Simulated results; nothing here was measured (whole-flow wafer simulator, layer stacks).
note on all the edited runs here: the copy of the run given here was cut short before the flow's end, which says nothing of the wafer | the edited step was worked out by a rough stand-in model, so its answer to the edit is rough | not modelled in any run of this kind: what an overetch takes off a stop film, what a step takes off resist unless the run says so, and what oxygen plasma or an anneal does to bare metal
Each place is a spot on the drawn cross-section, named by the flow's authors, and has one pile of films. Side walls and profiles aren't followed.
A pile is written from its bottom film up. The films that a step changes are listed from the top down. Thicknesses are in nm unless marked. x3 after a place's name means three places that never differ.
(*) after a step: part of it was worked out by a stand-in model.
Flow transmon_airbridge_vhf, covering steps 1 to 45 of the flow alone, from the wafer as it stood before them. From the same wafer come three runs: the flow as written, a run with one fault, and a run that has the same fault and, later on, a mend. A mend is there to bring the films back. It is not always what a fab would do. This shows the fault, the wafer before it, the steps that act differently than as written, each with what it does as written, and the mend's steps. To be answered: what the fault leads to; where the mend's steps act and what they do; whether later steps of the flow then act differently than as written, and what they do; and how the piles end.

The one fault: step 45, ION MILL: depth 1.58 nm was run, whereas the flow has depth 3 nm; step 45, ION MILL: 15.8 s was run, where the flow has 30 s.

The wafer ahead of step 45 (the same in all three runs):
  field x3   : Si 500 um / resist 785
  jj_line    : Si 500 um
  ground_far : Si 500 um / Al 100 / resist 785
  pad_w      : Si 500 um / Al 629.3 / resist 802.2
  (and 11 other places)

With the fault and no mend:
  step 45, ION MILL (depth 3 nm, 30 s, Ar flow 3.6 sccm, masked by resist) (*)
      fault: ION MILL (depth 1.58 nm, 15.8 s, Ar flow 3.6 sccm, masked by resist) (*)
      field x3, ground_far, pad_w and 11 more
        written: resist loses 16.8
        fault: resist loses 8.84
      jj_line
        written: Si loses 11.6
        fault: Si loses 6.13
  Later steps of the flow that are run all act as written at every place that is followed.
  When the end is reached, the piles differ only a little from the flow's at the places that both follow, at most by 2% or 0.5 nm, whichever is larger.

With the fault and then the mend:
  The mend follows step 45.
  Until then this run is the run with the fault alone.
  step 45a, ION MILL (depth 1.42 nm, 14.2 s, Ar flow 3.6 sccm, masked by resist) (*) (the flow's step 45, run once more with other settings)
      field x3, ground_far, pad_w and 11 more
        resist loses 7.95
      jj_line
        Si loses 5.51
  Later steps of the flow that are run all act as written at every place that is followed.
  The piles end the same as the flow's at every place that both follow.
